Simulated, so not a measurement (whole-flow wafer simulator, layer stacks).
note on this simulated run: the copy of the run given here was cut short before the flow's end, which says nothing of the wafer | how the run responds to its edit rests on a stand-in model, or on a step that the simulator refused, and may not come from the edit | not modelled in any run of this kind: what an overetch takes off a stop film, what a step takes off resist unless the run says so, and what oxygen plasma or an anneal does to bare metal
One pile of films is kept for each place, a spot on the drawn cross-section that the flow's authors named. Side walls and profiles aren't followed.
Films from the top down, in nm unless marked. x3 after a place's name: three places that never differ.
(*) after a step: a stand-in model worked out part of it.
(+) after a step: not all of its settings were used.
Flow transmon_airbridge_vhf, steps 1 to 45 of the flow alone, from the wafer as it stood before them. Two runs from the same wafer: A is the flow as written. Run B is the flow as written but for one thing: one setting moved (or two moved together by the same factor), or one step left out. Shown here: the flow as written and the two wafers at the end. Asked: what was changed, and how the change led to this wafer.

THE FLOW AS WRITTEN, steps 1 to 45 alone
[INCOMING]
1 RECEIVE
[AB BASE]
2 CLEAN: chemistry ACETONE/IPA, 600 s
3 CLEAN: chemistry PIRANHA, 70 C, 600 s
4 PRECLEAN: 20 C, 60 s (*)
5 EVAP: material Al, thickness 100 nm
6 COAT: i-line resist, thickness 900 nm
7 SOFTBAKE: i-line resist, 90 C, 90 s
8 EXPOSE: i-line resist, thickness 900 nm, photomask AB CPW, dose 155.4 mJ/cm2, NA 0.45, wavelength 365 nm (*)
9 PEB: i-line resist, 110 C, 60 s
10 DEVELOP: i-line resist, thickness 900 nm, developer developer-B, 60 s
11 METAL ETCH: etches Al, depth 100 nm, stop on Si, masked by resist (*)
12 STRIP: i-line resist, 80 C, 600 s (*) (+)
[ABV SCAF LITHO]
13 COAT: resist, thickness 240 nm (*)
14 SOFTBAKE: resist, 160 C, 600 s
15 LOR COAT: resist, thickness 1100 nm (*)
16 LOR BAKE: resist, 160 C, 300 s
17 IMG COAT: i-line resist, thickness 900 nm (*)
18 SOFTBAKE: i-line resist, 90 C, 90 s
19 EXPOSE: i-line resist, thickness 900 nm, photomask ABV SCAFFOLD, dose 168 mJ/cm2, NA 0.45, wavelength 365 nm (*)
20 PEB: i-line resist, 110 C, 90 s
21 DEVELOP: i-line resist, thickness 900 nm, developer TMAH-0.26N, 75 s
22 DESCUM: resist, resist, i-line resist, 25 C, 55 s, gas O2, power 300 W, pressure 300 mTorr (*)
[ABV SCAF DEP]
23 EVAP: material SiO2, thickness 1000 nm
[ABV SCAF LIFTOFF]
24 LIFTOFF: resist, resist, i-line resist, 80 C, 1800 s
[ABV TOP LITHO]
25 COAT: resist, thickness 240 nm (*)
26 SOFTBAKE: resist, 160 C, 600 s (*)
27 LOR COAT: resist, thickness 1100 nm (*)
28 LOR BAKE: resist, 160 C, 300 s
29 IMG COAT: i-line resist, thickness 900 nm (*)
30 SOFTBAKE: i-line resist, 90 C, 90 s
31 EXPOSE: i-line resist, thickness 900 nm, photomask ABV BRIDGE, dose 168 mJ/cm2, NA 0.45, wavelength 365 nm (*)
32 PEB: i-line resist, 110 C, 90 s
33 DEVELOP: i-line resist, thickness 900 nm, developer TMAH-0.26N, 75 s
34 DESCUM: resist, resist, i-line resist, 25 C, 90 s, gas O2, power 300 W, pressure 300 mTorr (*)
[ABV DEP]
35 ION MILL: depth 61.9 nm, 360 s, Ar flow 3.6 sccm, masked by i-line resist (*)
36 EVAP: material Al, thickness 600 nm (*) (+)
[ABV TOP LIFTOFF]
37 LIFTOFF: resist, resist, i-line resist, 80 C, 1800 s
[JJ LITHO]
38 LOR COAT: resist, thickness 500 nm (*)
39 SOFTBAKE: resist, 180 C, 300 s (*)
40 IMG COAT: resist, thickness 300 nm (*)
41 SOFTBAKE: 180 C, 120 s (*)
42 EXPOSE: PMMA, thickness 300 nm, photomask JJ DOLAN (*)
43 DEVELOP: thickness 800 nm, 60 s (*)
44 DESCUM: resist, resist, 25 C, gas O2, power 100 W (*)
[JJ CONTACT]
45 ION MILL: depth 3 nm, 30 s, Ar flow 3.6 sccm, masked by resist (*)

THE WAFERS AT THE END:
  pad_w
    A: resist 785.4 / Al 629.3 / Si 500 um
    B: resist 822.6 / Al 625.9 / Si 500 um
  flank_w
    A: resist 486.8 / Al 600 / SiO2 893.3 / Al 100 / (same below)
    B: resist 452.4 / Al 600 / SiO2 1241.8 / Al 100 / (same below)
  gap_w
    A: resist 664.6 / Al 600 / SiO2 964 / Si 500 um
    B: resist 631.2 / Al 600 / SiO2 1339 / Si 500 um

The cause: step 23, EVAP: thickness 1375 nm was run, where the flow has thickness 1000 nm.

How the change led to this, step by step:
  23 EVAP: material SiO2, thickness 1000 nm
      field x3, jj_line, ground_far and 10 more: A SiO2 +1000 (new film) | B SiO2 +1375 (new film)
      flank_w, flank_e: A SiO2 +929.3 (new film) | B SiO2 +1277.8 (new film)
  24 LIFTOFF: resist, resist, i-line resist, 80 C, 1800 s
      field x3, jj_line, trace_open_s x2: A SiO2 -1000 (all of it), i-line resist -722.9 (all of it), resist -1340 (all of it) | B SiO2 -1375 (all of it), i-line resist -722.9 (all of it), resist -1340 (all of it)
      pad_w, pad_e: A SiO2 -1000 (all of it), i-line resist -718 (all of it), resist -1330.2 (all of it) | B SiO2 -1375 (all of it), i-line resist -718 (all of it), resist -1330.2 (all of it)
      (and at 1 more place)
  25 COAT: resist, thickness 240 nm (*)
      flank_w, flank_e: A resist +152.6 (new film) | B resist +141.1 (new film)
      gap_w, gap_e: A resist +210.7 (new film) | B resist +195.2 (new film)
      (and at 6 more places)
  27 LOR COAT: resist, thickness 1100 nm (*)
      gap_w, gap_e: A resist +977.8 | B resist +928.7
      margin_s, margin_n: A resist +823.4 | B resist +741.5
      (and at 6 more places)
  29 IMG COAT: i-line resist, thickness 900 nm (*)
      gap_w, gap_e: A i-line resist +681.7 (new film) | B i-line resist +598.2 (new film)
      margin_s, margin_n: A i-line resist +603.2 (new film) | B i-line resist +485.7 (new film)
      (and at 7 more places)
  32 PEB: i-line resist, 110 C, 90 s
      pad_w, pad_e: A i-line resist -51 | B i-line resist -52.8
      flank_w, flank_e: A i-line resist -38.3 | B i-line resist -34.4
      (and at 7 more places)
  33 DEVELOP: i-line resist, thickness 900 nm, developer TMAH-0.26N, 75 s
      gap_w, gap_e: A i-line resist -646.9 (all of it), resist -977.8 | B i-line resist -567.8 (all of it), resist -928.7
      pad_w: A i-line resist -937.2 (all of it), resist -1247.8 | B i-line resist -968.8 (all of it), resist -1305.9
      (and at 5 more places)
  34 DESCUM: resist, resist, i-line resist, 25 C, 90 s, gas O2, power 300 W, pressure 300 mTorr (*)
      flank_w, flank_e: A resist -152.6 (all of it) | B resist -141.1 (all of it)
      gap_w, gap_e: A resist -210.7 (all of it) | B resist -195.2 (all of it)
      (and at 4 more places)
  37 LIFTOFF: resist, resist, i-line resist, 80 C, 1800 s
      margin_s, margin_n: A Al -600 (all of it), i-line resist -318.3 (all of it), resist -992 (all of it) | B Al -600 (all of it), i-line resist -207 (all of it), resist -889.4 (all of it)
      ground_far: A Al -600 (all of it), i-line resist -717.9 (all of it), resist -1384.9 (all of it) | B Al -600 (all of it), i-line resist -764.2 (all of it), resist -1395.3 (all of it)
  38 LOR COAT: resist, thickness 500 nm (*)
      pad_w, pad_e: A resist +517 (new film) | B resist +541.6 (new film)
      flank_w, flank_e: A resist +306.5 (new film) | B resist +283.6 (new film)
      (and at 6 more places)
  40 IMG COAT: resist, thickness 300 nm (*)
      pad_w, pad_e: A resist +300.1 | B resist +312.8
      flank_w, flank_e: A resist +212.1 | B resist +200.6
      (and at 6 more places)
